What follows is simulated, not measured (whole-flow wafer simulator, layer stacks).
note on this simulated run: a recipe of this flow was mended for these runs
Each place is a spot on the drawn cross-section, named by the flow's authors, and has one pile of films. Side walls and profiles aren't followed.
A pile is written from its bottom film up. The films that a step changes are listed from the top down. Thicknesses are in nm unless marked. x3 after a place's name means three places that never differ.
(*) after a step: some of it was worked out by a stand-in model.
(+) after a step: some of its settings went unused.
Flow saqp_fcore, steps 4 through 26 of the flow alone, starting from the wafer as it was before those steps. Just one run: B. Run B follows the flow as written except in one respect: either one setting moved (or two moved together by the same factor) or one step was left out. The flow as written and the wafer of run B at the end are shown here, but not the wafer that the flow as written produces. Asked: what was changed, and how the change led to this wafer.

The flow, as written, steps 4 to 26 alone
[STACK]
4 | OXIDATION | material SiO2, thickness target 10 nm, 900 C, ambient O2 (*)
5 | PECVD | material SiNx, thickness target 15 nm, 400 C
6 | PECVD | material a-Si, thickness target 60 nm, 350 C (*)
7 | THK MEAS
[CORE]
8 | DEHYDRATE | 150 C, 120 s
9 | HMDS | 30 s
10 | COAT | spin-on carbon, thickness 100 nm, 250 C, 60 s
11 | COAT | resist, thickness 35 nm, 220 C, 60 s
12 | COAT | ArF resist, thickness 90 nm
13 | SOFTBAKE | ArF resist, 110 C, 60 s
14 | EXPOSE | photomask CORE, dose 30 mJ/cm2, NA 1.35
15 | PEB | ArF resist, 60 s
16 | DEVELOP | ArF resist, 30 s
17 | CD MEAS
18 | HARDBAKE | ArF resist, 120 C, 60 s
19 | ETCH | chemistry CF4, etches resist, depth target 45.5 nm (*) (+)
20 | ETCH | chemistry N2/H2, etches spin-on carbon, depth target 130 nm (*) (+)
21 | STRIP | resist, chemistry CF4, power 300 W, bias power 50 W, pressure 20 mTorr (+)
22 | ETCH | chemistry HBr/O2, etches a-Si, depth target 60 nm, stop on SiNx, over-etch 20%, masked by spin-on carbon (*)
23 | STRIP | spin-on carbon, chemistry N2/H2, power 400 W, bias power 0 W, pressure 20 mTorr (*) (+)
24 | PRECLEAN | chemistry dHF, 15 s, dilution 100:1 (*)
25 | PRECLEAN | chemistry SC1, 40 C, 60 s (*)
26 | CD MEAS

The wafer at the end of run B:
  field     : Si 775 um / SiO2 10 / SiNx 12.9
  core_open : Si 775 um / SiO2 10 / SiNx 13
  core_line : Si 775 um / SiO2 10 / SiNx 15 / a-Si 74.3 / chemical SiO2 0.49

Cause: step 6, PECVD: thickness target 75 nm was run, while the flow as written has thickness target 60 nm.

Step by step, how the change led to this:
  6 | PECVD | material a-Si, thickness target 60 nm, 350 C (*)
      field, core_open, core_line: a-Si gains 75 (new film) (in the flow as written it would be: a-Si gains 60 (new film))
  22 | ETCH | chemistry HBr/O2, etches a-Si, depth target 60 nm, stop on SiNx, over-etch 20%, masked by spin-on carbon (*)
      field: a-Si loses 51.8 (all of it), SiNx loses 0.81 (in the flow as written it would be: a-Si loses 36.8 (all of it), SiNx loses 1.41)
      core_open: a-Si loses 54.4 (all of it), SiNx loses 0.7 (in the flow as written it would be: a-Si loses 39.4 (all of it), SiNx loses 1.3)
      (and at 1 other place as well)
  23 | STRIP | spin-on carbon, chemistry N2/H2, power 400 W, bias power 0 W, pressure 20 mTorr (*) (+)
      core_line: spin-on carbon loses 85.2 (all of it) (in the flow as written it would be: spin-on carbon loses 88.8 (all of it))
